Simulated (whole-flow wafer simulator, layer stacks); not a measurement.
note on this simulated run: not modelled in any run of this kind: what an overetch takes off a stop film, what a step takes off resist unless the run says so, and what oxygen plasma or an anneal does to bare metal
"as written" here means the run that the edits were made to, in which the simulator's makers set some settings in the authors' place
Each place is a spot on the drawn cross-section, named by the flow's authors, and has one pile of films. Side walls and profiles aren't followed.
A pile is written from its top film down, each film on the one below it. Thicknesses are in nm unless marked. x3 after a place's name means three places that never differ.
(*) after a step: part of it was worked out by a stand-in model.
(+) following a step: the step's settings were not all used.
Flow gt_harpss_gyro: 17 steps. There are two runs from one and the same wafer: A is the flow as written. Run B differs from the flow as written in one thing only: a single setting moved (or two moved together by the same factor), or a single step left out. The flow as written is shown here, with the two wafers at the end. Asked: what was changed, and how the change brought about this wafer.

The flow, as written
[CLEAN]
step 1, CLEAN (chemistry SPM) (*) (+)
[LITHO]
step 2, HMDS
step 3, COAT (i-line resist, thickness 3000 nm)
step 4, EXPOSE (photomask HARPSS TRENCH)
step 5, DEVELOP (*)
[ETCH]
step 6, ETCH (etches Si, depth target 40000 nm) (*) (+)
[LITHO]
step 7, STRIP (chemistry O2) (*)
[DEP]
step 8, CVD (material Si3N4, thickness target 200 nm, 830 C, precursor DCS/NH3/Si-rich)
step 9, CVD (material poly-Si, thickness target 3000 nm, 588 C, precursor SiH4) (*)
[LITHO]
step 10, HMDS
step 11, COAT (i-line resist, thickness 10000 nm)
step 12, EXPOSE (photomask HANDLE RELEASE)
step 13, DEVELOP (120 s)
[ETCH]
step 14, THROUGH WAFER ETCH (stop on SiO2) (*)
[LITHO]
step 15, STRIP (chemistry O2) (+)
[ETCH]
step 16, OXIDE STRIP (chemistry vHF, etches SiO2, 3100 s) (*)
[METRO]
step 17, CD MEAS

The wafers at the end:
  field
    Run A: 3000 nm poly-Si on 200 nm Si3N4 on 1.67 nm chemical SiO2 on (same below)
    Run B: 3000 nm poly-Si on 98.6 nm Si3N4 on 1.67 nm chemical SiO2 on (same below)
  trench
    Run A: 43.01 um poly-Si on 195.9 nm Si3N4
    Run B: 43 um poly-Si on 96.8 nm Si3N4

The reason: step 8, CVD: thickness target 98.59 nm was run, while the flow as written has thickness target 200 nm.
The wafer itself shows it: field has Si3N4 98.6, and step 8 as written asks for 200 nm.

The path from the change to this, step by step:
  step 8, CVD (material Si3N4, thickness target 200 nm, 830 C, precursor DCS/NH3/Si-rich)
      field: A Si3N4 gains 200 (new film) | B Si3N4 gains 98.6 (new film)
      trench: A Si3N4 gains 195.9 (new film) | B Si3N4 gains 96.8 (new film)
  step 9, CVD (material poly-Si, thickness target 3000 nm, 588 C, precursor SiH4) (*)
      trench: A poly-Si gains 43.01 um (new film) | B poly-Si gains 43 um (new film)
